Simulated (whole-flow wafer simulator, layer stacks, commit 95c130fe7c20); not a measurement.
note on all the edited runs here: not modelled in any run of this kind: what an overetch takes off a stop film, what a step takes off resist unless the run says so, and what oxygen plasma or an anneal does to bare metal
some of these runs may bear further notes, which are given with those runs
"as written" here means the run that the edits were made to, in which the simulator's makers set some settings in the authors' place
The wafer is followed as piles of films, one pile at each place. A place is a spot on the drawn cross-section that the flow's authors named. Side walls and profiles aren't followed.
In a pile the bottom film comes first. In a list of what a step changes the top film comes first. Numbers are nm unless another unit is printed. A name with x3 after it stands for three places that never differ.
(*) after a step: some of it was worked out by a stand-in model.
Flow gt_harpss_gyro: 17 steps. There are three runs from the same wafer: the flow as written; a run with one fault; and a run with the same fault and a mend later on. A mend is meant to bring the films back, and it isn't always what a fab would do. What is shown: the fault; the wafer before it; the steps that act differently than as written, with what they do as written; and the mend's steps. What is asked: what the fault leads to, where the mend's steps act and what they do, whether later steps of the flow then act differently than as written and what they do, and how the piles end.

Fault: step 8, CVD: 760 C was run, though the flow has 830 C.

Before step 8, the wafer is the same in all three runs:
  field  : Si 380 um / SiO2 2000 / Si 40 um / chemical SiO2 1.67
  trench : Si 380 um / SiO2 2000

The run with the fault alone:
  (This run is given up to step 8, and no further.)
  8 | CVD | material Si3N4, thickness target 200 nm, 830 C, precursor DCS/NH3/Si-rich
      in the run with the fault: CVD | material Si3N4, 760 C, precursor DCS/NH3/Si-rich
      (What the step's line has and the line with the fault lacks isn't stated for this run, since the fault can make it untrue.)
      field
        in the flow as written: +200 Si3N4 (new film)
        in the run with the fault: +85.9 Si3N4 (new film)
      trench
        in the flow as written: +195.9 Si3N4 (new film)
        in the run with the fault: +85.9 Si3N4 (new film)
  After step 8, at field, trench, the piles differ from the flow's by more than 2% or 0.5 nm, whichever is larger.
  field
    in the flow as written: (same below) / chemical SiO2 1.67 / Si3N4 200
    in the run with the fault: (same below) / chemical SiO2 1.67 / Si3N4 85.9
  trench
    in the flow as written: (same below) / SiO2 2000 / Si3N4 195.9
    in the run with the fault: (same below) / SiO2 2000 / Si3N4 85.9

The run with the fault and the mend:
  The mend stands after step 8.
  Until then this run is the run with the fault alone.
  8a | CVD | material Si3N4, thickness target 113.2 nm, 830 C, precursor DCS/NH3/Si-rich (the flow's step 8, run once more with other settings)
      field
        +113.2 Si3N4
      trench
        +110.6 Si3N4
  Steps later in the flow that act otherwise than as written:
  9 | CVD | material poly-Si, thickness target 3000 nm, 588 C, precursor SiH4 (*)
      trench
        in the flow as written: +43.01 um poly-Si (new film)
        in the run with the mend: +43 um poly-Si (new film)
  The piles end only slightly different from the flow's at the places that both follow, by no more than 2% or 0.5 nm, whichever is larger.
